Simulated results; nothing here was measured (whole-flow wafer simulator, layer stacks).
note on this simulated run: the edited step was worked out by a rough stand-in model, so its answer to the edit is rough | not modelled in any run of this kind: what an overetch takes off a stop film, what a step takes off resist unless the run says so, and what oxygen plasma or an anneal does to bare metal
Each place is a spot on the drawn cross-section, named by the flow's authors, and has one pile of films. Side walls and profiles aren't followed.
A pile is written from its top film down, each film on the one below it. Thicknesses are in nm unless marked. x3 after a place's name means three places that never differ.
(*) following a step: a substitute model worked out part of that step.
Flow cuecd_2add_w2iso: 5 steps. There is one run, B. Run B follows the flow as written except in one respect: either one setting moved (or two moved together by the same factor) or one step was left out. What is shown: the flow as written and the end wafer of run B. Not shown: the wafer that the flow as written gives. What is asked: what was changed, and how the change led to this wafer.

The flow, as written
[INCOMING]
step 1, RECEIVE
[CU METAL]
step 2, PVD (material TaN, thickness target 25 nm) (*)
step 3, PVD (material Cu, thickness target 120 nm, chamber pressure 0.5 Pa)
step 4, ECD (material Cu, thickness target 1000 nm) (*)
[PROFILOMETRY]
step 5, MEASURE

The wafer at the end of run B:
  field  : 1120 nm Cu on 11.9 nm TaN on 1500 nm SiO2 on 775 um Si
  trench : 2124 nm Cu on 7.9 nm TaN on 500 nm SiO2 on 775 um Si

What caused this: step 2, PVD: thickness target 11.9 nm was run, whereas the flow has thickness target 25 nm.
The wafer lets one read it off: field has TaN 11.9, and step 2 as written asks for 25 nm.

How this came from the change, step by step:
  step 2, PVD (material TaN, thickness target 25 nm) (*)
      field: +11.9 TaN (new film) (as written it would have been: +25 TaN (new film))
      trench: +7.9 TaN (new film) (as written it would have been: +16.6 TaN (new film))
